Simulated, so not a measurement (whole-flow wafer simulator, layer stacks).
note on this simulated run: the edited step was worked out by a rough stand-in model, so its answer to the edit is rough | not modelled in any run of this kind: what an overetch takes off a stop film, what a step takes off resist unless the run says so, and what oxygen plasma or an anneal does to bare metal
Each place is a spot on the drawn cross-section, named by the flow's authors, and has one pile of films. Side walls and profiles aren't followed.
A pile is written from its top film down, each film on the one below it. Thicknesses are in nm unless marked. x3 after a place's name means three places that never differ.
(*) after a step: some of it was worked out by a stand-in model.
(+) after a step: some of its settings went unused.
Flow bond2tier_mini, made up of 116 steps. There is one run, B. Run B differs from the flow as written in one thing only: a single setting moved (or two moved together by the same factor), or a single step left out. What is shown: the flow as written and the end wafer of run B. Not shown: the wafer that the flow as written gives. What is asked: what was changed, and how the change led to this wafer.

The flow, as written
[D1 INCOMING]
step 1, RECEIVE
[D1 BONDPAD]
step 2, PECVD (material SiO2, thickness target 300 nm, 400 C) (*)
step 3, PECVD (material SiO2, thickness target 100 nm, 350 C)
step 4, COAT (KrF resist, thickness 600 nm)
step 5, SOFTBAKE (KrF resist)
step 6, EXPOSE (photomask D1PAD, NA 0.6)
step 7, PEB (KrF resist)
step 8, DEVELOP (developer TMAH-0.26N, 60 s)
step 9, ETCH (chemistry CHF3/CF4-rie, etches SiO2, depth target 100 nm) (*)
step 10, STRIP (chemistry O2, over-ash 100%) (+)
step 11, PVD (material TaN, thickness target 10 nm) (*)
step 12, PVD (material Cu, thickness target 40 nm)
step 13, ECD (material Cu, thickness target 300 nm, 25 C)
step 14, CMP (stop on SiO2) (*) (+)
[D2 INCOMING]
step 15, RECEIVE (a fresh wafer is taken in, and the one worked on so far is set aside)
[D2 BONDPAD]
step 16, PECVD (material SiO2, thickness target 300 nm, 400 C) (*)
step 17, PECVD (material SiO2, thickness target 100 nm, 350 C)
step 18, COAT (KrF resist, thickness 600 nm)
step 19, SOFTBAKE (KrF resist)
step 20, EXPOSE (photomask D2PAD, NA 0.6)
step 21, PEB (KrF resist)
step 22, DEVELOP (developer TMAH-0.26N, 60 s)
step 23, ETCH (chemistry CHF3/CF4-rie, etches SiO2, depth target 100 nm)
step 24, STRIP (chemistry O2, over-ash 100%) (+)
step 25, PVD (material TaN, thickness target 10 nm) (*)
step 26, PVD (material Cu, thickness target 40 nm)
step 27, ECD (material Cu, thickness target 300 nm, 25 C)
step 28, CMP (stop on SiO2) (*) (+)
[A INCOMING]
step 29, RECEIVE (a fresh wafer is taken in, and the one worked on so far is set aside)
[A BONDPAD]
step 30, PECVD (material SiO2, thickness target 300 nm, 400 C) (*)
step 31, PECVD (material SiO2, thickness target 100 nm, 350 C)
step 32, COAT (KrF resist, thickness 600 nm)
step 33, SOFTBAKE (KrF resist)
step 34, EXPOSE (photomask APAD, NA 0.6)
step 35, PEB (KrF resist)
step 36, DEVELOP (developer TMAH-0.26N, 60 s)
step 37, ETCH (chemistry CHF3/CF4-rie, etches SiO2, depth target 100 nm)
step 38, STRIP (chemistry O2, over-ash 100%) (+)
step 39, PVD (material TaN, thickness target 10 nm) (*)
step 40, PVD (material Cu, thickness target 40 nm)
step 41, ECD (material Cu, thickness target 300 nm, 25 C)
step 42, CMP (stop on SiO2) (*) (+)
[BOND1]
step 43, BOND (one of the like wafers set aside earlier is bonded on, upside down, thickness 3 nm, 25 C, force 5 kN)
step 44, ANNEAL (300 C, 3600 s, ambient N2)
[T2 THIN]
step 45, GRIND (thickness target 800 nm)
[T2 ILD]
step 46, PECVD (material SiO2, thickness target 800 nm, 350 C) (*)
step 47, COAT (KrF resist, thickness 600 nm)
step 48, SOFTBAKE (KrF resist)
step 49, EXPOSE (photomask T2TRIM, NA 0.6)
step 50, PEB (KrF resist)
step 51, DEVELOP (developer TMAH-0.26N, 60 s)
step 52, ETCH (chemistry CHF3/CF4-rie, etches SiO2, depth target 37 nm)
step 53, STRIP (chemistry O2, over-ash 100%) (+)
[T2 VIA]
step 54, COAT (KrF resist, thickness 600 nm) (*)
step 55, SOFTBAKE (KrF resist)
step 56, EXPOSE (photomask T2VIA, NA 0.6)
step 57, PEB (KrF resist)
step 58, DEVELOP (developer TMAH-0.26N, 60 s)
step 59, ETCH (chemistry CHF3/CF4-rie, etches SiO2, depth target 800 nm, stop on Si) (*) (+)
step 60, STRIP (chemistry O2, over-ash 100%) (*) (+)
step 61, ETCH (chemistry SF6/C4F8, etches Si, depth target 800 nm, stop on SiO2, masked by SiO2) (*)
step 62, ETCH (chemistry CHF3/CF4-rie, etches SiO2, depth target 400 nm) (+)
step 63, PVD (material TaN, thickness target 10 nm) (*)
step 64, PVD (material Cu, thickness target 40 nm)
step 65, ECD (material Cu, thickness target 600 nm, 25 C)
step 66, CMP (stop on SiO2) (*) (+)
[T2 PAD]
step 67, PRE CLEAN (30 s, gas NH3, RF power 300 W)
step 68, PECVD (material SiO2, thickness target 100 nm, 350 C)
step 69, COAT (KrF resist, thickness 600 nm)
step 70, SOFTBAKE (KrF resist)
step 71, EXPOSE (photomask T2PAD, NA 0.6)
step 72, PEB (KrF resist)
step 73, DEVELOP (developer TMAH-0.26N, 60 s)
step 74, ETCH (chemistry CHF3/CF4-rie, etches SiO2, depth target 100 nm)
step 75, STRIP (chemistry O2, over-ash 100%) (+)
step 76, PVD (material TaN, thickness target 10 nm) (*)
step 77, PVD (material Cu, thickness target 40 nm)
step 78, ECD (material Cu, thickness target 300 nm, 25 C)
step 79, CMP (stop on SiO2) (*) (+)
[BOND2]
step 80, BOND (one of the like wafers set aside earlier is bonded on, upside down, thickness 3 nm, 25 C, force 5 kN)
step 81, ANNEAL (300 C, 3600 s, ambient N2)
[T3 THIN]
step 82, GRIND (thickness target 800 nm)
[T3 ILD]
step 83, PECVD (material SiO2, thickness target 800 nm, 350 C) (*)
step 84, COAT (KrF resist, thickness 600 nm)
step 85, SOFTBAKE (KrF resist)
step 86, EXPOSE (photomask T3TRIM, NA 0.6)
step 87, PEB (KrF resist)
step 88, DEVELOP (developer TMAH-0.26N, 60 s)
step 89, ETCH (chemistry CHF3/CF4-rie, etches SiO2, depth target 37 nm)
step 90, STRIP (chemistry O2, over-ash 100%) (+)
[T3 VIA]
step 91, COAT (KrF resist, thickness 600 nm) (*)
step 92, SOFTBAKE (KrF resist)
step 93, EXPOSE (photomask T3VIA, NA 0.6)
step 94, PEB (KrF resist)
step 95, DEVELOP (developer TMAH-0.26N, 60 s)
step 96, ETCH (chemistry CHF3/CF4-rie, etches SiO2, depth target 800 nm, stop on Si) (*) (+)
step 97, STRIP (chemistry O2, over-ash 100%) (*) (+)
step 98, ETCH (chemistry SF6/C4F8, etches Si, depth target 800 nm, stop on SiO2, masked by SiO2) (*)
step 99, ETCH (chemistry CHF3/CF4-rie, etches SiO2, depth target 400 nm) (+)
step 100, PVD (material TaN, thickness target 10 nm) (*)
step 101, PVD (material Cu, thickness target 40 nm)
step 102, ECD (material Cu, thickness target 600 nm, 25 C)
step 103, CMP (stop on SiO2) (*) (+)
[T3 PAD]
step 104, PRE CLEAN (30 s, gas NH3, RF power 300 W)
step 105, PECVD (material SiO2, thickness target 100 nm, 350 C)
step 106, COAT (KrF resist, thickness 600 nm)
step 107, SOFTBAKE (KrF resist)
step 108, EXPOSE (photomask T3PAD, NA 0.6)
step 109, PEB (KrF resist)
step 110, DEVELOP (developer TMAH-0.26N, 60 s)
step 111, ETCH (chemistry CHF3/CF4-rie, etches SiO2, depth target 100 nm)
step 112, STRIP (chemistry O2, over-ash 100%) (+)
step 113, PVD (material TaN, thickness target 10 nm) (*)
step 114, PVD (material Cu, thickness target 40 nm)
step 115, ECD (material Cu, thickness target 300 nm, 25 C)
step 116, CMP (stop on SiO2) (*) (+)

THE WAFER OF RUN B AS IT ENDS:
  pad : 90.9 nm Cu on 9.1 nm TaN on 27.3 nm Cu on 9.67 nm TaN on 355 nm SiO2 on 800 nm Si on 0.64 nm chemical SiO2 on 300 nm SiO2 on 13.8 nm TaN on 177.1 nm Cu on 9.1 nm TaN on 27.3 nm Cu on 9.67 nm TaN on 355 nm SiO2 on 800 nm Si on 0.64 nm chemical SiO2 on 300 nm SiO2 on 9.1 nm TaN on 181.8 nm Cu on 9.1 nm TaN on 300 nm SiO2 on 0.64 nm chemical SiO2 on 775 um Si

The reason: step 25, PVD: thickness target 15.2 nm was run, whereas the flow has thickness target 10 nm.

The path from the change to this, step by step:
  step 25, PVD (material TaN, thickness target 10 nm) (*)
      field: TaN gains 15.2 (new film) (in the flow as written it would be: TaN gains 10 (new film))
      pad: TaN gains 13.8 (new film) (in the flow as written it would be: TaN gains 9.1 (new film))
      (also at 1 further place)
  step 28, CMP (stop on SiO2) (*) (+)
      field: Cu loses 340 (all of it), TaN loses 15.2 (all of it) (in the flow as written it would be: Cu loses 340 (all of it), TaN loses 10 (all of it))
  step 80, BOND (one of the like wafers set aside earlier is bonded on, upside down, thickness 3 nm, 25 C, force 5 kN)
      pad: Si gains 775 um (new film), chemical SiO2 gains 0.64 (new film), SiO2 gains 300 (new film), TaN gains 13.8 (new film), Cu gains 86.2 (in the flow as written it would be: Si gains 775 um (new film), chemical SiO2 gains 0.64 (new film), SiO2 gains 300 (new film), TaN gains 9.1 (new film), Cu gains 90.9)
